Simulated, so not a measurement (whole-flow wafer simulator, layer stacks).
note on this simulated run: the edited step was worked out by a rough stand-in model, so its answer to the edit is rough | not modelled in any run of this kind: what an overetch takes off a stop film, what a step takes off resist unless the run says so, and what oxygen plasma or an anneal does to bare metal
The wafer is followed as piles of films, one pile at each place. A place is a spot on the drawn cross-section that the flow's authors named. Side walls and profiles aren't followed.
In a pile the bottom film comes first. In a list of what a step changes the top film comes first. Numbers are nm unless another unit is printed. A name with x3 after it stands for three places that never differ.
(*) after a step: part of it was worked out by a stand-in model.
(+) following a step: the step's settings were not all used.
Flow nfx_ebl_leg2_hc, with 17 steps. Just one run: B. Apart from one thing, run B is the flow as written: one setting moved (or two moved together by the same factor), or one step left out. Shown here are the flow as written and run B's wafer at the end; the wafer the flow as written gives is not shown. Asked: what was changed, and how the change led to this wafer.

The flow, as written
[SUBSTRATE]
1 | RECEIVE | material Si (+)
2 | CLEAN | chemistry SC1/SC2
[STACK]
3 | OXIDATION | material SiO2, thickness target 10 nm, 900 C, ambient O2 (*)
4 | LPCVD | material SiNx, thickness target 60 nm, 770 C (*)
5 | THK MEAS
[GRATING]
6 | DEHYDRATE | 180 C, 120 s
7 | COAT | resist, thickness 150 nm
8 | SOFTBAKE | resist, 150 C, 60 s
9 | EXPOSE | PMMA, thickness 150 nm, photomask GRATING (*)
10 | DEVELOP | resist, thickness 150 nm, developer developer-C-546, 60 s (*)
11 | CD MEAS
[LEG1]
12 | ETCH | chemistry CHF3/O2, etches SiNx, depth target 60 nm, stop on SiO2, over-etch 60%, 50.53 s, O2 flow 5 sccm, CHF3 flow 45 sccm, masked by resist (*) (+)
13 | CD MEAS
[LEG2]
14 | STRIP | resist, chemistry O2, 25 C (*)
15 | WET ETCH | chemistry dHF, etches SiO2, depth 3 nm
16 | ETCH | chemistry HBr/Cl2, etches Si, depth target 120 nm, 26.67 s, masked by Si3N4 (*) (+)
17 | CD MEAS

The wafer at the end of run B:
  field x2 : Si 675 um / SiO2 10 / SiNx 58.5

What caused this: step 4, LPCVD: thickness target 69.9 nm was run, while the flow as written has thickness target 60 nm.

Step by step, how the change led to this:
  4 | LPCVD | material SiNx, thickness target 60 nm, 770 C (*)
      field x2, pad x2: +69.9 SiNx (new film) (it would be, as written: +60 SiNx (new film))
  12 | ETCH | chemistry CHF3/O2, etches SiNx, depth target 60 nm, stop on SiO2, over-etch 60%, 50.53 s, O2 flow 5 sccm, CHF3 flow 45 sccm, masked by resist (*) (+)
      pad x2: -69.9 SiNx (all of it), -10 SiO2 (all of it) (it would be, as written: -60 SiNx (all of it), -10 SiO2 (all of it))
